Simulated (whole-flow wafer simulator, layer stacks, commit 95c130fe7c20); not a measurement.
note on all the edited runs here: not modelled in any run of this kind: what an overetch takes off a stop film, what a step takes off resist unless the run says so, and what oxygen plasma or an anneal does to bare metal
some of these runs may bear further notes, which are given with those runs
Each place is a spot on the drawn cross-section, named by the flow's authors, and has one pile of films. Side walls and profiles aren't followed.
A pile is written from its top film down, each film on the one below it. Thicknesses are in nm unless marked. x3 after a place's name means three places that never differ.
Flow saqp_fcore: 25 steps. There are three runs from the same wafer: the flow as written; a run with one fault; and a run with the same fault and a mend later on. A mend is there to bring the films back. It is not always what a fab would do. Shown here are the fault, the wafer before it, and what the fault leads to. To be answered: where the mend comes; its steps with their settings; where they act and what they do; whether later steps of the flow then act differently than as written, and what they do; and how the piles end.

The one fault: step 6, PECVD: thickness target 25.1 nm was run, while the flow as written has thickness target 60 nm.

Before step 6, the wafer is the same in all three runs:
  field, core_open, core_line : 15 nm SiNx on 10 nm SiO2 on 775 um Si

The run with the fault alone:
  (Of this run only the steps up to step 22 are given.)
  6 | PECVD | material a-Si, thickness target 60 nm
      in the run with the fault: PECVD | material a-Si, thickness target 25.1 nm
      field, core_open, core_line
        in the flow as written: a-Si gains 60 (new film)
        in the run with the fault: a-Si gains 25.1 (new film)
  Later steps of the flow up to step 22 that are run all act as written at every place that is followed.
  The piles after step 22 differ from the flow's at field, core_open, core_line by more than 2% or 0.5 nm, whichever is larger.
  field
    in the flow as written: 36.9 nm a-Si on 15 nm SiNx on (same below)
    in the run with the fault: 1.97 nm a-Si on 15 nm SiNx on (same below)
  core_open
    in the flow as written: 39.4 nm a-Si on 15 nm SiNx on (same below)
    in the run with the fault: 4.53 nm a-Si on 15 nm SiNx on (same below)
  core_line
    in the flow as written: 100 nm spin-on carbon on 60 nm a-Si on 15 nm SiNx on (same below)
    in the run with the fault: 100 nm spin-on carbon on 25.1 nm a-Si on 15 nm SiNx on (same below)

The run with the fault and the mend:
  The mend stands after step 7.
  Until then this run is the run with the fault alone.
  7a | ETCH | chemistry tmah, depth target 28.86 nm
      field, core_open, core_line
        a-Si loses 25.1 (all of it)
  7b | PECVD | material a-Si, thickness target 60 nm (the flow's step 6 again)
      field, core_open, core_line
        a-Si gains 60 (new film)
  Later steps of the flow that are run all act as written at every place that is followed.
  The piles end the same as the flow's at every place that both follow.
